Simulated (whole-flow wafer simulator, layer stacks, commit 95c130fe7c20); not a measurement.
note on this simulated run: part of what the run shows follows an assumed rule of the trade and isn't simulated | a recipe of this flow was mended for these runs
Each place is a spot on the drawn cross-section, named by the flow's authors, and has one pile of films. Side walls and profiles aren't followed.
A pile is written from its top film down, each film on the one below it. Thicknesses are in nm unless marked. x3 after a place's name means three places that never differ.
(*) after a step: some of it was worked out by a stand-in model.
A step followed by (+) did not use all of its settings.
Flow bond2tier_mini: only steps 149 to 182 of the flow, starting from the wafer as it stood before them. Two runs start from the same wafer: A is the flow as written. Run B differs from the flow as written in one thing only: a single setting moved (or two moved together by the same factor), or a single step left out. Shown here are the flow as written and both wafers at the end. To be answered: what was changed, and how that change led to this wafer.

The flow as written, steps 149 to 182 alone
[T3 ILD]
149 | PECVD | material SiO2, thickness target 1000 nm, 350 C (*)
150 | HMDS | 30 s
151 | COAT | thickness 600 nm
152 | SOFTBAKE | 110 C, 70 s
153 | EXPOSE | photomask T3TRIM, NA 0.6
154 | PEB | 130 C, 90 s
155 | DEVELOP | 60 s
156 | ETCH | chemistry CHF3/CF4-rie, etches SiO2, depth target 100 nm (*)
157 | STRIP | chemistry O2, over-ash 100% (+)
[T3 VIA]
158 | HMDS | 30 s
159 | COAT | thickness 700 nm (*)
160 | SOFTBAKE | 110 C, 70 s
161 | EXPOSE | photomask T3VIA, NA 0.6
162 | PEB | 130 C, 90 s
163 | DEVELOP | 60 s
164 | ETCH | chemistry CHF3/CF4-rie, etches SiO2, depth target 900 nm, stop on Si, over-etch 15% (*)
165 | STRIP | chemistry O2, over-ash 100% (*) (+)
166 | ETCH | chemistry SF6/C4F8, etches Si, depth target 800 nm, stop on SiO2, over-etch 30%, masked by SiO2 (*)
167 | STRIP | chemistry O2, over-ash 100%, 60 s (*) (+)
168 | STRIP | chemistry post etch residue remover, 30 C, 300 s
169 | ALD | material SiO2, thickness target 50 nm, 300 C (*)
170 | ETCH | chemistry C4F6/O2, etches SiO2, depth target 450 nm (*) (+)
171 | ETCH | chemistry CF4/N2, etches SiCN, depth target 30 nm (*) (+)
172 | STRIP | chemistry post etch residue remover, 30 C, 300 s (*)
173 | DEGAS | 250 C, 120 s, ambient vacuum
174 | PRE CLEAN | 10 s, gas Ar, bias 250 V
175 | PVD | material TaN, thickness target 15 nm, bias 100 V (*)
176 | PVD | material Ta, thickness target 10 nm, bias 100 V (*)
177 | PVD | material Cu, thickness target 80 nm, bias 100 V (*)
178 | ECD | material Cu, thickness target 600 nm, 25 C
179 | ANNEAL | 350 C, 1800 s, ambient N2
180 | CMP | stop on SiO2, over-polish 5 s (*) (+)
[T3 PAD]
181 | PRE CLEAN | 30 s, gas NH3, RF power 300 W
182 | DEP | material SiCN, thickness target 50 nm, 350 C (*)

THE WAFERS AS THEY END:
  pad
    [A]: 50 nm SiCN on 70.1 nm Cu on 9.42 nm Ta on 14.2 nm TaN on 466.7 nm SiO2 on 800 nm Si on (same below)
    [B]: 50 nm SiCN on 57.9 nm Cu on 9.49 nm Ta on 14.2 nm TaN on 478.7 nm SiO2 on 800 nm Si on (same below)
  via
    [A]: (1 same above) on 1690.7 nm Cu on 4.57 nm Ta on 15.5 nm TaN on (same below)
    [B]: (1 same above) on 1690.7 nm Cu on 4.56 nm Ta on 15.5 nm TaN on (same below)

What caused this: step 156, ETCH: depth target 88 nm was run, whereas the flow has depth target 100 nm.

Step by step, how the change led to this:
  156 | ETCH | chemistry CHF3/CF4-rie, etches SiO2, depth target 100 nm (*)
      pad, via: A SiO2 loses 100 | B SiO2 loses 88
      field: A thick-KrF-resist loses 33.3 | B thick-KrF-resist loses 29.3
  164 | ETCH | chemistry CHF3/CF4-rie, etches SiO2, depth target 900 nm, stop on Si, over-etch 15% (*)
      via: A SiO2 loses 900 (all of it), Si loses 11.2 | B SiO2 loses 912 (all of it), Si loses 10.2
